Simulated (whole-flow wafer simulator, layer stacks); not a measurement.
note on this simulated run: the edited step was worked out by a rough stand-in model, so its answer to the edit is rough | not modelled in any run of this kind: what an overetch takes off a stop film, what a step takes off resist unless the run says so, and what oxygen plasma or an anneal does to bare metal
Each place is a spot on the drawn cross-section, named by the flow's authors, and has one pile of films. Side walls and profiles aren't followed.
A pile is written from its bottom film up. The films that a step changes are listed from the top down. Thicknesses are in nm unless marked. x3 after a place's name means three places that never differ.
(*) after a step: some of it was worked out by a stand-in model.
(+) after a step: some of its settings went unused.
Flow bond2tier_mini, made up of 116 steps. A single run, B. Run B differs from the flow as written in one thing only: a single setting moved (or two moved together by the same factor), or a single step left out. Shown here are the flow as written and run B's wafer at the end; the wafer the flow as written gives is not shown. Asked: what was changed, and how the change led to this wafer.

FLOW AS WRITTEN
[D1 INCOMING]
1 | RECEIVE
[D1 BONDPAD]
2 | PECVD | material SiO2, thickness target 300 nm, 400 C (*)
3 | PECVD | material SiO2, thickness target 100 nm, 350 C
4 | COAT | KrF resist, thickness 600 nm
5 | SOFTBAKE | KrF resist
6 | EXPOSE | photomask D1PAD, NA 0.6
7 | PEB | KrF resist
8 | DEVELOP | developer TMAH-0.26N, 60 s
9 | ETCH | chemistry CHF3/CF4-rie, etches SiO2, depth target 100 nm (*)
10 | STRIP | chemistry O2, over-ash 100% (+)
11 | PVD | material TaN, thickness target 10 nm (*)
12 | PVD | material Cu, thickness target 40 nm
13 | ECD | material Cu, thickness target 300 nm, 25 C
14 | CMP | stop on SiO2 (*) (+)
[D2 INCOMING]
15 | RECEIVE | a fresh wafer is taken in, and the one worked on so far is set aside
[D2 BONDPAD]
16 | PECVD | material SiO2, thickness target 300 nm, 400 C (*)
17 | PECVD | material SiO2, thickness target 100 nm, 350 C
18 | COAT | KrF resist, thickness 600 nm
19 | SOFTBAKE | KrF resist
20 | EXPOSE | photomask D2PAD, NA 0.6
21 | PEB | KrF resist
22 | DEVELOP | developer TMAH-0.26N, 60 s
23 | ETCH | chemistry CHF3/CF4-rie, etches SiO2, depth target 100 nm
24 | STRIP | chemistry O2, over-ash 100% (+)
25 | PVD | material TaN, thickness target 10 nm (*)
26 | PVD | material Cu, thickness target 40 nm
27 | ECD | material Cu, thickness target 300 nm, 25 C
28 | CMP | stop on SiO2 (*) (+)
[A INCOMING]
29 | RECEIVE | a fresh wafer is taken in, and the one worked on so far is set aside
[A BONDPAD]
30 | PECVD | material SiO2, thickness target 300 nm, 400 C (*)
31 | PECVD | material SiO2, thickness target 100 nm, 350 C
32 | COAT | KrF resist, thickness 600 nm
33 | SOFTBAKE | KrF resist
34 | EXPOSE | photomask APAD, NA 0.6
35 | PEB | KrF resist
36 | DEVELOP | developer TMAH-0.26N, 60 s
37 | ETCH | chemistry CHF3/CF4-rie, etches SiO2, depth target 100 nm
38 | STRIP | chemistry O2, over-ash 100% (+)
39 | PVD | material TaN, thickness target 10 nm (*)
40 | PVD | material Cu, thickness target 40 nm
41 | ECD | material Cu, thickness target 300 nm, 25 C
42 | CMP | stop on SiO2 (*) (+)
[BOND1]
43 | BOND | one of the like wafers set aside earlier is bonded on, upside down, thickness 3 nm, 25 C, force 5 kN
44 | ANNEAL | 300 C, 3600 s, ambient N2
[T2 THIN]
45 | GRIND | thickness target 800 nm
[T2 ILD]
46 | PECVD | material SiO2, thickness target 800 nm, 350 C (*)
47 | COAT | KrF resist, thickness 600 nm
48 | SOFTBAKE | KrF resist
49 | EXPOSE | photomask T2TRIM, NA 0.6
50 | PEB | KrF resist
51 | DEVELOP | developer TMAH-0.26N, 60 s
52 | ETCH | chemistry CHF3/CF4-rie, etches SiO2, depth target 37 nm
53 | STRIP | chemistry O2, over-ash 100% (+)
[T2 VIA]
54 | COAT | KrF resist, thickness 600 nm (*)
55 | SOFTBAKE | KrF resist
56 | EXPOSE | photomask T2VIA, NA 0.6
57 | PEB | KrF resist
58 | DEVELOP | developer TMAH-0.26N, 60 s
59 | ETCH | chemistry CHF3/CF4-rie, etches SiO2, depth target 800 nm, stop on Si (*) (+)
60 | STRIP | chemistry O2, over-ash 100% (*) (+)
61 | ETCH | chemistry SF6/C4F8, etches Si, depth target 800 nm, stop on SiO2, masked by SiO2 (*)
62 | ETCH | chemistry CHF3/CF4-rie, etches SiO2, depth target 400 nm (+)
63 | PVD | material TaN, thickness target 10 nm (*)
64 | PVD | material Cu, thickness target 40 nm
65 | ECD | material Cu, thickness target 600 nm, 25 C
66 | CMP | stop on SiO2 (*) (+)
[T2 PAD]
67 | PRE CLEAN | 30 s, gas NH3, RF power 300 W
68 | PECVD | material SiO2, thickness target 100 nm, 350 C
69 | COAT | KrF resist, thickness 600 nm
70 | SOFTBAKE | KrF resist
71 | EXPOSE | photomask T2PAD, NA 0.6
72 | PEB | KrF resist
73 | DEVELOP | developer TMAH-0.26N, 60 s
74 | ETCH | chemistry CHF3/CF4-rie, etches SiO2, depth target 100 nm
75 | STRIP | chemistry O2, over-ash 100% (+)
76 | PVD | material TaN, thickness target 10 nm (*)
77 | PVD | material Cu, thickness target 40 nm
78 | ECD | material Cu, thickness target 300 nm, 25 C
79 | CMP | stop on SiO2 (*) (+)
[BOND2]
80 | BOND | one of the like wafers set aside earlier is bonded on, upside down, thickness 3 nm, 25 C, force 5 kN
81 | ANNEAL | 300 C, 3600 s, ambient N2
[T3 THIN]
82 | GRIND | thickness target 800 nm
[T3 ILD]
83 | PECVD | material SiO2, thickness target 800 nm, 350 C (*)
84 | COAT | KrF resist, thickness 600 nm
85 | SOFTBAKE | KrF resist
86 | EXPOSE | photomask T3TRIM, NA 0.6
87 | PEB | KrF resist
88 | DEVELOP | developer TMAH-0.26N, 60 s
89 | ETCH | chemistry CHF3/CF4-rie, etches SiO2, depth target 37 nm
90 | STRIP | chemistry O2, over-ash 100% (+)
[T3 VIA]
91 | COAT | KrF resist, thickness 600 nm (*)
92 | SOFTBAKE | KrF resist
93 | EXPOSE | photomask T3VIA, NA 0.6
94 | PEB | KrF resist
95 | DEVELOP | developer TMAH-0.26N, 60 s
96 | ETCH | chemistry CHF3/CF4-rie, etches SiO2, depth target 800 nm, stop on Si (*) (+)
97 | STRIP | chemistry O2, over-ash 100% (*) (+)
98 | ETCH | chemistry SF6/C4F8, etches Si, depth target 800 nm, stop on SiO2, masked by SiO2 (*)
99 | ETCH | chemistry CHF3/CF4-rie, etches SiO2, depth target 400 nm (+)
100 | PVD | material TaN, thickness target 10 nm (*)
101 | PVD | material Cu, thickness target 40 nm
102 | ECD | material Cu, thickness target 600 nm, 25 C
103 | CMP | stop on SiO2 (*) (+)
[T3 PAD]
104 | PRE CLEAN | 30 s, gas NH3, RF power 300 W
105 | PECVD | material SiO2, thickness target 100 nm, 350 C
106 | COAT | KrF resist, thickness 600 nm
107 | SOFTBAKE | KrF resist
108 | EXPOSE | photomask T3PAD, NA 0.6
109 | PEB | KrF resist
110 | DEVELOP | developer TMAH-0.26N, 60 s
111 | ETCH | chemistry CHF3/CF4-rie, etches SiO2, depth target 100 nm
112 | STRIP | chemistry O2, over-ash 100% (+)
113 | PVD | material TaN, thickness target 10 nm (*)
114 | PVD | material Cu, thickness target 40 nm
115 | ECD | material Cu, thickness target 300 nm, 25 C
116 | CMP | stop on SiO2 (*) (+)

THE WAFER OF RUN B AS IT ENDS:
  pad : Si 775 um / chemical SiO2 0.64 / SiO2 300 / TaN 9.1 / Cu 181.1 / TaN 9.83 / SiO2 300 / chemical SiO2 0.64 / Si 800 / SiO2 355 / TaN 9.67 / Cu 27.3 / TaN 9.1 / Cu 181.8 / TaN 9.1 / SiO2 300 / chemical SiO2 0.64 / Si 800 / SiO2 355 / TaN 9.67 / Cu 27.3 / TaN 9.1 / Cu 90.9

The reason: step 11, PVD: thickness target 10.8 nm was run, whereas the flow has thickness target 10 nm.

The path from the change to this, step by step:
  11 | PVD | material TaN, thickness target 10 nm (*)
      field: +10.8 TaN (new film) (it would be, as written: +10 TaN (new film))
      pad: +9.83 TaN (new film) (it would be, as written: +9.1 TaN (new film))
      (and at 1 other place as well)
  14 | CMP | stop on SiO2 (*) (+)
      field: -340 Cu (all of it), -10.8 TaN (all of it) (it would be, as written: -340 Cu (all of it), -10 TaN (all of it))
  43 | BOND | one of the like wafers set aside earlier is bonded on, upside down, thickness 3 nm, 25 C, force 5 kN
      pad: +775 um Si (new film), +0.64 chemical SiO2 (new film), +300 SiO2 (new film), +9.83 TaN (new film), +90.2 Cu (it would be, as written: +775 um Si (new film), +0.64 chemical SiO2 (new film), +300 SiO2 (new film), +9.1 TaN (new film), +90.9 Cu)
      via: +775 um Si (new film), +0.64 chemical SiO2 (new film), +300 SiO2 (new film), +10.8 TaN (new film), +89.2 Cu (it would be, as written: +775 um Si (new film), +0.64 chemical SiO2 (new film), +300 SiO2 (new film), +9.97 TaN (new film), +90 Cu)
